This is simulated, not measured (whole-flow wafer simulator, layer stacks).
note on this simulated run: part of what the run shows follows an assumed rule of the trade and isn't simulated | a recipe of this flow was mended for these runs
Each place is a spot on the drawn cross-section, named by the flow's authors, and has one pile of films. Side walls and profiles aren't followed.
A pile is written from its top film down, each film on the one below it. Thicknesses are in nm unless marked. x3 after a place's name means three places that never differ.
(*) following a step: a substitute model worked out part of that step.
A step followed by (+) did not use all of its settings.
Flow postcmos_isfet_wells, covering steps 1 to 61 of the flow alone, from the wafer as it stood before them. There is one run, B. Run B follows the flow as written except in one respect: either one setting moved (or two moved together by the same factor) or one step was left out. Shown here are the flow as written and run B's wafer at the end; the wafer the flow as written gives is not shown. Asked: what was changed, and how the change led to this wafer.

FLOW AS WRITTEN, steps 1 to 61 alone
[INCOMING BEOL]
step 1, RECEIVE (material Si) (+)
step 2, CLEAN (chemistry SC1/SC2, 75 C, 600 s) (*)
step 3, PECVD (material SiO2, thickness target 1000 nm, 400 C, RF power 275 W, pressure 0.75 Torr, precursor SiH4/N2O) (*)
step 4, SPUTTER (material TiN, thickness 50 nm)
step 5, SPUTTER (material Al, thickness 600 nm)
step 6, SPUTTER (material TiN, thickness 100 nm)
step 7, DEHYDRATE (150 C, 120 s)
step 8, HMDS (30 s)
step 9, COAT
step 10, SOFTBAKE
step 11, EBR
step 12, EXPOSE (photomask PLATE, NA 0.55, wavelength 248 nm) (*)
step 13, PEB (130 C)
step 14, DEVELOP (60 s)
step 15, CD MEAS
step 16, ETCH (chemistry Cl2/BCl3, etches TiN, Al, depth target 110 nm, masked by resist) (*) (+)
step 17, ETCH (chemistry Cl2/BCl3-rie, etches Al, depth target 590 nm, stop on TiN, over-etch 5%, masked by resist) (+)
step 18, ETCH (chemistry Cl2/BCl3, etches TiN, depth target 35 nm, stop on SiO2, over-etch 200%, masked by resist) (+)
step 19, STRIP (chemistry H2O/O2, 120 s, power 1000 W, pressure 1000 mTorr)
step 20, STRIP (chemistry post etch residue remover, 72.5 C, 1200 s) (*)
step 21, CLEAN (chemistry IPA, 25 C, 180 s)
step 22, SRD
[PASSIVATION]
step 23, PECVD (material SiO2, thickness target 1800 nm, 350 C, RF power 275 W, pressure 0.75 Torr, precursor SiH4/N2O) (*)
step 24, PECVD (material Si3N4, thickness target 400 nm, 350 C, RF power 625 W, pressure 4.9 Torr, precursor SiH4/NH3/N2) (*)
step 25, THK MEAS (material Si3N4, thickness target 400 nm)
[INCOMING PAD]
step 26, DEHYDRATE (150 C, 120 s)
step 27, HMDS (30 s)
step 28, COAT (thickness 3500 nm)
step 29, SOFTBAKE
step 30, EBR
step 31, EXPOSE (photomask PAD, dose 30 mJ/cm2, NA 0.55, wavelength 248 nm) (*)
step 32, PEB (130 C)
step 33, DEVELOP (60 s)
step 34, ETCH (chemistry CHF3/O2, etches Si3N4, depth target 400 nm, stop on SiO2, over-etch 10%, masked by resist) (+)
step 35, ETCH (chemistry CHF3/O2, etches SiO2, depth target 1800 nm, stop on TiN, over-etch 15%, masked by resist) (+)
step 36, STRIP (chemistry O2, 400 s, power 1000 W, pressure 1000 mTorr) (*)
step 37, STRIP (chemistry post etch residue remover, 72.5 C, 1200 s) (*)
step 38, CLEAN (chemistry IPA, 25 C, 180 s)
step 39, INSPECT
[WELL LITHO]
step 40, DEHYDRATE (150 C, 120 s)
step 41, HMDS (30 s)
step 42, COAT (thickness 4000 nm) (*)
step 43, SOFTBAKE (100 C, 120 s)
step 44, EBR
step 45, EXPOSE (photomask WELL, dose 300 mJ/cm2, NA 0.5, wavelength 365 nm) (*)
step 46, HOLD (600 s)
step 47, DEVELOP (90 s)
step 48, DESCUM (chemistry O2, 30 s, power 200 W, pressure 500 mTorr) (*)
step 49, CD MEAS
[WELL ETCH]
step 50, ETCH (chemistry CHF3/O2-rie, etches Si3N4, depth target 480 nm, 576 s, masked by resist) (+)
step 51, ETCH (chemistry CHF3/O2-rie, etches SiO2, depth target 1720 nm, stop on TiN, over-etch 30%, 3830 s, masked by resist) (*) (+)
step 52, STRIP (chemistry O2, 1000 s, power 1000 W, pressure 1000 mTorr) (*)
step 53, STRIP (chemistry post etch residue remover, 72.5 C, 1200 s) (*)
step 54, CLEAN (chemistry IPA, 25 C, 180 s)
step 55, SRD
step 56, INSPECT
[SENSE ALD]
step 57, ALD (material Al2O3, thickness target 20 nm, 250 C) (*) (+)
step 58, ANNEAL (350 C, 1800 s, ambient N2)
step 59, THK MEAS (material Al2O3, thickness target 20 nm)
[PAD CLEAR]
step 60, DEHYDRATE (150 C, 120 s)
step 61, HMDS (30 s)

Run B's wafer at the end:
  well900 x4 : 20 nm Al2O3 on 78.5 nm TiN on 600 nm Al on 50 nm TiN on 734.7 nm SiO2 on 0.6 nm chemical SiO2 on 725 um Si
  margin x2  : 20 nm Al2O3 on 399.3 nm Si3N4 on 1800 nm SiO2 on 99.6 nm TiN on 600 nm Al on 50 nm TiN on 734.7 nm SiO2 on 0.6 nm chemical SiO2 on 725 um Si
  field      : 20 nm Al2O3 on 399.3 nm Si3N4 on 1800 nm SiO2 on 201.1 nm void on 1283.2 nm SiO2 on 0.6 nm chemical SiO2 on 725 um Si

The reason: step 3, PECVD: RF power 151 W was run, though the flow has RF power 275 W.

Step by step, how the change led to this:
  step 3, PECVD (material SiO2, thickness target 1000 nm, 400 C, RF power 275 W, pressure 0.75 Torr, precursor SiH4/N2O) (*)
      field, margin x2, well900 x4, pad_clr, pad_open: SiO2 gains 734.7 (new film) (in the flow as written it would be: SiO2 gains 1000 (new film))
